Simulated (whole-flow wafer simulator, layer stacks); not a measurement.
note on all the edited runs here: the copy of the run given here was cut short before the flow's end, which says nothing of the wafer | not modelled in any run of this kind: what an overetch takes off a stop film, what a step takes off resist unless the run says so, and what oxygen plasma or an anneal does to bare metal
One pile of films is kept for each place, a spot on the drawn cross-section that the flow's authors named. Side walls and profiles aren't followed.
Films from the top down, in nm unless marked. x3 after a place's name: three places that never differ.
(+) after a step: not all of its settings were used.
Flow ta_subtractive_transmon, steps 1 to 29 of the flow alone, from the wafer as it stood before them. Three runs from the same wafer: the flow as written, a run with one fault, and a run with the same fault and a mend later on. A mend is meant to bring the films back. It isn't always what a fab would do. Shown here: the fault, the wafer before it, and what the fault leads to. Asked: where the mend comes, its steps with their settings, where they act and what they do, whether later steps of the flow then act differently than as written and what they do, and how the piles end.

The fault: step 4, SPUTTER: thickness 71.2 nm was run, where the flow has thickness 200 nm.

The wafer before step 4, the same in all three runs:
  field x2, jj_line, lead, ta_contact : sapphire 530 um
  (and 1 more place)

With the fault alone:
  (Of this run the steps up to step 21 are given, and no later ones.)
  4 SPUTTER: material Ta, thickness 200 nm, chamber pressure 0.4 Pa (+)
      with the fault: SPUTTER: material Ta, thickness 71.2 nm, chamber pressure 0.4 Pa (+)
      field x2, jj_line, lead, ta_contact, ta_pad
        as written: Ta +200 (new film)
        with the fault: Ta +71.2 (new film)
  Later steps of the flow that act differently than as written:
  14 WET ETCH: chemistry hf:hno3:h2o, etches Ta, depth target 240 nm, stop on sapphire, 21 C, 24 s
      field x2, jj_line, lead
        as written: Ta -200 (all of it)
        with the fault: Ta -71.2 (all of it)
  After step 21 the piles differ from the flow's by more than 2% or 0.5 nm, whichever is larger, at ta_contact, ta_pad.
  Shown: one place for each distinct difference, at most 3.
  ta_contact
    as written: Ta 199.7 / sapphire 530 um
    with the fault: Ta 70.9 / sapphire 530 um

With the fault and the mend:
  The mend comes after step 5.
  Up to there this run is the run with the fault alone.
  5a WET ETCH: chemistry hf:hno3:h2o, etches Ta, depth target 81.84 nm, stop on sapphire, 21 C, 8.184 s
      field x2, jj_line, lead, ta_contact, ta_pad
        Ta -71.2 (all of it)
  5b SPUTTER: material Ta, thickness 200 nm, chamber pressure 0.4 Pa (+) (the flow's step 4 once more)
      field x2, jj_line, lead, ta_contact, ta_pad
        Ta +200 (new film)
  No later step of the flow acts differently than as written at any place that is followed.
  At the end the piles are the same as the flow's at every place that both follow.
